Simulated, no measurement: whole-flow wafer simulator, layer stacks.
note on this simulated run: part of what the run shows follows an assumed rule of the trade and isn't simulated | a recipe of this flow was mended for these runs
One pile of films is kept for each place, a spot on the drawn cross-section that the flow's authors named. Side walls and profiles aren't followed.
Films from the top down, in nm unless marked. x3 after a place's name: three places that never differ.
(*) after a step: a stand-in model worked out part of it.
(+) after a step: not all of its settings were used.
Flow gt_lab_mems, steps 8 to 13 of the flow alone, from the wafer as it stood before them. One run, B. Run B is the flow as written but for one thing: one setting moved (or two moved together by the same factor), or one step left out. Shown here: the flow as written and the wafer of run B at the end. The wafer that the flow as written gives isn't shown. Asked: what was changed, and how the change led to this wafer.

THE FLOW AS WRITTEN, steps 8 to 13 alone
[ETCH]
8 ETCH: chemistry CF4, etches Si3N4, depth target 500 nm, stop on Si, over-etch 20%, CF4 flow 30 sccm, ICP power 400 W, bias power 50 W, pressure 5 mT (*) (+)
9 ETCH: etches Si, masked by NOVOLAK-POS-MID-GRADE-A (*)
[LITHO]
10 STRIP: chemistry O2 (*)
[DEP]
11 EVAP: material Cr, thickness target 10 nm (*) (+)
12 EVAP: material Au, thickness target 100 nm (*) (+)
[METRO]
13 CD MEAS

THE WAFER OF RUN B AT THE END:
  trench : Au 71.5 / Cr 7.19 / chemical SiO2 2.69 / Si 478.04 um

The cause: step 8, ETCH: depth target 200 nm was run, where the flow has depth target 500 nm.

How the change led to this, step by step:
  8 ETCH: chemistry CF4, etches Si3N4, depth target 500 nm, stop on Si, over-etch 20%, CF4 flow 30 sccm, ICP power 400 W, bias power 50 W, pressure 5 mT (*) (+)
      trench: Si3N4 -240 (as written it would be: Si3N4 -500 (all of it), chemical SiO2 -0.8 (all of it), Si -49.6)
      field: g/i-line-resist -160 (as written it would be: g/i-line-resist -400)
  9 ETCH: etches Si, masked by NOVOLAK-POS-MID-GRADE-A (*)
      trench: Si3N4 -260 (all of it), chemical SiO2 -0.8 (all of it), Si -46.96 um (as written it would be: Si -59.96 um)
  10 STRIP: chemistry O2 (*)
      field: g/i-line-resist -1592 (all of it) (as written it would be: g/i-line-resist -1352 (all of it))
  11 EVAP: material Cr, thickness target 10 nm (*) (+)
      trench: Cr +7.19 (new film) (as written it would be: Cr +6.45 (new film))
  12 EVAP: material Au, thickness target 100 nm (*) (+)
      trench: Au +71.5 (new film) (as written it would be: Au +64.1 (new film))
